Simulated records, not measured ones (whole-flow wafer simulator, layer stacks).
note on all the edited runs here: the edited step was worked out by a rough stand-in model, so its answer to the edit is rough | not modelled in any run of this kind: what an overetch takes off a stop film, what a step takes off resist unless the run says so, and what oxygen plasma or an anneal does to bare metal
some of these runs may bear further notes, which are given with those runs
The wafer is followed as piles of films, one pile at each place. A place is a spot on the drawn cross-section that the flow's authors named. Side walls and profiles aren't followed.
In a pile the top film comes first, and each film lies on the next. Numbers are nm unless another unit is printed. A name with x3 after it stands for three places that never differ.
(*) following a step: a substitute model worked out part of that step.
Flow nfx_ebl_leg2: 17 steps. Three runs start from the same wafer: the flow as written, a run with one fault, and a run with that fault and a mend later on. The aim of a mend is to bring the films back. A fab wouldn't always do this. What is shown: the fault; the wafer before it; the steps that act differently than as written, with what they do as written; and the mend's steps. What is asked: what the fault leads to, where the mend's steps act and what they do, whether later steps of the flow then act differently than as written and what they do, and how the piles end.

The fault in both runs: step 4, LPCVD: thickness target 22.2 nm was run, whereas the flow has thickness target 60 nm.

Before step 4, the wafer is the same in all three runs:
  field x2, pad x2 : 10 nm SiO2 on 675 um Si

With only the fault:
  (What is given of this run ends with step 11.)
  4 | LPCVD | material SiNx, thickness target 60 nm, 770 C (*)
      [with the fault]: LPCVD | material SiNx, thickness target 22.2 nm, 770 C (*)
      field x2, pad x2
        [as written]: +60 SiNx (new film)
        [with the fault]: +22.2 SiNx (new film)
  Later steps of the flow up to step 11 that are run all act as written at every place that is followed.
  The piles after step 11 differ from the flow's at field x2, pad x2 by more than 2% or 0.5 nm, whichever is larger.
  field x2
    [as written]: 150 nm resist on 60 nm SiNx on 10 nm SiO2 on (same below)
    [with the fault]: 150 nm resist on 22.2 nm SiNx on 10 nm SiO2 on (same below)
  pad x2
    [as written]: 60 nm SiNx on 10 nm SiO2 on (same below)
    [with the fault]: 22.2 nm SiNx on 10 nm SiO2 on (same below)

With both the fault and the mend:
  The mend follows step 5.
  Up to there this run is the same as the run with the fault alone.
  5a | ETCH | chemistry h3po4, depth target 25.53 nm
      field x2, pad x2
        -22.2 SiNx (all of it)
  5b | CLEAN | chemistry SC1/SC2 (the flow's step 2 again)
      alters no film at any place that is followed
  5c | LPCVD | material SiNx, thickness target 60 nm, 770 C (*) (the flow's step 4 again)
      field x2, pad x2
        +60 SiNx (new film)
  Later steps of the flow that are run all act as written at every place that is followed.
  At every place that both follow, the piles at the end match the flow's.
